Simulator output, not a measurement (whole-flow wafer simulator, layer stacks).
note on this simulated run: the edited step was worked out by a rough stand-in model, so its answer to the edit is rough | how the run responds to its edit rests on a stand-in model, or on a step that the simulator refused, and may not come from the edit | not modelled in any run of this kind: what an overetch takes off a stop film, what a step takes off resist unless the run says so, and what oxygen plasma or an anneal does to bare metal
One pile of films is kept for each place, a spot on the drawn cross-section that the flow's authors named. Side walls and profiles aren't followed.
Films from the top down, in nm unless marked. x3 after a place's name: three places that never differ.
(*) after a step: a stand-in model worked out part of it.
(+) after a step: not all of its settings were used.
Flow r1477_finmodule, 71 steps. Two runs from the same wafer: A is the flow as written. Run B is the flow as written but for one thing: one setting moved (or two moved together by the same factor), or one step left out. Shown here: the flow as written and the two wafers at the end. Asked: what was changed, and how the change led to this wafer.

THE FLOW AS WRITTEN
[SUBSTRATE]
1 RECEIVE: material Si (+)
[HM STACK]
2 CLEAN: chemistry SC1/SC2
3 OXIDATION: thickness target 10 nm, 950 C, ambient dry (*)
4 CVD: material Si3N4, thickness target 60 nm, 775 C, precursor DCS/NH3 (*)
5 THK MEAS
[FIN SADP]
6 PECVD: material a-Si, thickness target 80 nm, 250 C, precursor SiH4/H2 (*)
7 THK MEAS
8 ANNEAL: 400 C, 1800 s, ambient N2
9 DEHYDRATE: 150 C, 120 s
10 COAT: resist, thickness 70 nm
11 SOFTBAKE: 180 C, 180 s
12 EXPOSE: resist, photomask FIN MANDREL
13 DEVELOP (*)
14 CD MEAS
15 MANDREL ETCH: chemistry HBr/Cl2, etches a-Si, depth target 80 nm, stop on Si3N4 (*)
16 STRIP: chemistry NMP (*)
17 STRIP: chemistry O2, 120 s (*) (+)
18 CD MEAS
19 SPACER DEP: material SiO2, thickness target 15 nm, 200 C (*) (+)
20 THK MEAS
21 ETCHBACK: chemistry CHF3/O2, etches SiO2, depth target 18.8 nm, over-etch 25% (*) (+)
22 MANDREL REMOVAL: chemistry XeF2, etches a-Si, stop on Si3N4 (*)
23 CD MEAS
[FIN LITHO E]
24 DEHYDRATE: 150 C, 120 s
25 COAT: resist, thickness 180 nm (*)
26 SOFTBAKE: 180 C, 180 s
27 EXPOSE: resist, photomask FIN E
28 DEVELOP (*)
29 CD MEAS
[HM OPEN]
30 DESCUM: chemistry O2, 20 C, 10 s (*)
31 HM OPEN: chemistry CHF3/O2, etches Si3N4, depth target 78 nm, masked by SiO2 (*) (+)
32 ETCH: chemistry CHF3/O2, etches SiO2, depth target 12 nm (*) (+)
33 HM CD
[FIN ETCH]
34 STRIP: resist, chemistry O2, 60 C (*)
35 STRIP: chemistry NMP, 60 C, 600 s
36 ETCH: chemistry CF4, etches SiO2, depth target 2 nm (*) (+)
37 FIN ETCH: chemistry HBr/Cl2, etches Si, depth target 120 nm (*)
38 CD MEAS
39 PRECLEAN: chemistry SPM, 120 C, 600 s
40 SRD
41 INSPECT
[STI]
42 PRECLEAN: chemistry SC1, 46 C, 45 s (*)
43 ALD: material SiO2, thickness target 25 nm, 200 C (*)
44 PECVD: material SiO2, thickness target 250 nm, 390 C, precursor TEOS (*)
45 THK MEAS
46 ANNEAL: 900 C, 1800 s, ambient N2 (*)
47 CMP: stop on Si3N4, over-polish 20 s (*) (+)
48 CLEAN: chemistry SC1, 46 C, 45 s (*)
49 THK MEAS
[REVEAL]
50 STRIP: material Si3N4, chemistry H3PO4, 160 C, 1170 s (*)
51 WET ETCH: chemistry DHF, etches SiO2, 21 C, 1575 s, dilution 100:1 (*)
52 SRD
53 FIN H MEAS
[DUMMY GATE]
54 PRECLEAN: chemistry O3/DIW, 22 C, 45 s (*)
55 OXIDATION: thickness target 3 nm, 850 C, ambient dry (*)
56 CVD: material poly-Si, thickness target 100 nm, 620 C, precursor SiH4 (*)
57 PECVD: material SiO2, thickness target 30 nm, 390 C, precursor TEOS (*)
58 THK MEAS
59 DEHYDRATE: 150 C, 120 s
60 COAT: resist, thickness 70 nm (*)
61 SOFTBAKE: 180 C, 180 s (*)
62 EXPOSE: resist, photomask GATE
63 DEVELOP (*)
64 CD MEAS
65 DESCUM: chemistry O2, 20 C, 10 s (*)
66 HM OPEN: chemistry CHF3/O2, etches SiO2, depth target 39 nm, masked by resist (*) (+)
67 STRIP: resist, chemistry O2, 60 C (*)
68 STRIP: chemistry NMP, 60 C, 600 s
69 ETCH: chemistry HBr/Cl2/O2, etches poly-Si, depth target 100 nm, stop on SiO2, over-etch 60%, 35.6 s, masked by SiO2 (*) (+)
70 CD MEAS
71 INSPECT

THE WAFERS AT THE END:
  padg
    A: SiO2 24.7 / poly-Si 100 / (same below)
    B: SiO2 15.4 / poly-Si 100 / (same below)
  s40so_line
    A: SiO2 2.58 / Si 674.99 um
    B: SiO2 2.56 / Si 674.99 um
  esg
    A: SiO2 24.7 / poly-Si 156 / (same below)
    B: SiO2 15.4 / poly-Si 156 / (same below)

The cause: step 57, PECVD: thickness target 20.7 nm was run, where the flow has thickness target 30 nm.

How the change led to this, step by step:
  57 PECVD: material SiO2, thickness target 30 nm, 390 C, precursor TEOS (*)
      pad, padg, elg and 33 more: A SiO2 +30 (new film) | B SiO2 +20.7 (new film)
  66 HM OPEN: chemistry CHF3/O2, etches SiO2, depth target 39 nm, masked by resist (*) (+)
      pad, elo, eso and 15 more: A SiO2 -30 (all of it), poly-Si -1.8 | B SiO2 -20.7 (all of it), poly-Si -2.07
      padg, elg, esg and 15 more: A resist -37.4 | B resist -29.8
  67 STRIP: resist, chemistry O2, 60 C (*)
      padg, elg, esg: A resist -15.9 (all of it) | B resist -23.5 (all of it)
      e40lg, e100lg, e200lg: A resist -12.8 (all of it) | B resist -20.4 (all of it)
      (and at 12 more places)
